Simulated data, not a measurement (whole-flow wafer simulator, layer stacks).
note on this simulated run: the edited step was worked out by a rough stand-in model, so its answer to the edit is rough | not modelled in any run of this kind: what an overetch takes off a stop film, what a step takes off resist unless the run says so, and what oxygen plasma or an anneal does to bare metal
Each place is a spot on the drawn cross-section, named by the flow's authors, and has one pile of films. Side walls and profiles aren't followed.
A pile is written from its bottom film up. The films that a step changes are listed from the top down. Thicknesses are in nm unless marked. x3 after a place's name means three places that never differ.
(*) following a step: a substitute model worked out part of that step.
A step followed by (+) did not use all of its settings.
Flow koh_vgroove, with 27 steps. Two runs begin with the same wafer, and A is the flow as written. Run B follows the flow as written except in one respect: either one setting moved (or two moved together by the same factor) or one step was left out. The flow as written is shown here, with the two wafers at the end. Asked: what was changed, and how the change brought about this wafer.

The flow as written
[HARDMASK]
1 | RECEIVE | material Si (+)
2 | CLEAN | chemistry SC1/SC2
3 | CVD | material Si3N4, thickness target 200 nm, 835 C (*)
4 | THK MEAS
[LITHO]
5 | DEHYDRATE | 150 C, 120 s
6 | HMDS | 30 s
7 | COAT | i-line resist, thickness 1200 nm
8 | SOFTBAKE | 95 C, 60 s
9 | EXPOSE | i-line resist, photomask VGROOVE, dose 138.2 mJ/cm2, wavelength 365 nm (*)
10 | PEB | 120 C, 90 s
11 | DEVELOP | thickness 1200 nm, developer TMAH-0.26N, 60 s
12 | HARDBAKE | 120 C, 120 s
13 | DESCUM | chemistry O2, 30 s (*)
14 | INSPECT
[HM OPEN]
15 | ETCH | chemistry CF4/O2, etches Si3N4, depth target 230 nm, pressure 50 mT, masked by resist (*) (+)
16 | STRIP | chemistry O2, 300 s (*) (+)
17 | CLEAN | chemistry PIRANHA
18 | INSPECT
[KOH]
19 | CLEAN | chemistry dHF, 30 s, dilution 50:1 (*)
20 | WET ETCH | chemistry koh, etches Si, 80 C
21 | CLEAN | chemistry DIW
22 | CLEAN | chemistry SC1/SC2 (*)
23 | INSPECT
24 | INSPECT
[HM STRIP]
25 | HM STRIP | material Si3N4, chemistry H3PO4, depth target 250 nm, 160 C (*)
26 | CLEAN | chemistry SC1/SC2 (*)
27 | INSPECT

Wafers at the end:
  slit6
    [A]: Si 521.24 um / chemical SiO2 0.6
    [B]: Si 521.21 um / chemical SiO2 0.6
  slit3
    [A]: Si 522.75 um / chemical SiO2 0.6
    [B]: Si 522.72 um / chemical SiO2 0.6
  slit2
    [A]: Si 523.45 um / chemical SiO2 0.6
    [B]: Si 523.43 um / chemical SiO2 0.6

Cause: step 15, ETCH: depth target 259 nm was run, though the flow has depth target 230 nm.

Step by step, how the change led to this:
  15 | ETCH | chemistry CF4/O2, etches Si3N4, depth target 230 nm, pressure 50 mT, masked by resist (*) (+)
      slit3, slit2, slit6, slit20: A -200 Si3N4 (all of it), -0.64 chemical SiO2 (all of it), -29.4 Si | B -200 Si3N4 (all of it), -0.64 chemical SiO2 (all of it), -58.4 Si
      field: A -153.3 i-line resist | B -172.7 i-line resist
  16 | STRIP | chemistry O2, 300 s (*) (+)
      field: A -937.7 i-line resist (all of it) | B -918.4 i-line resist (all of it)
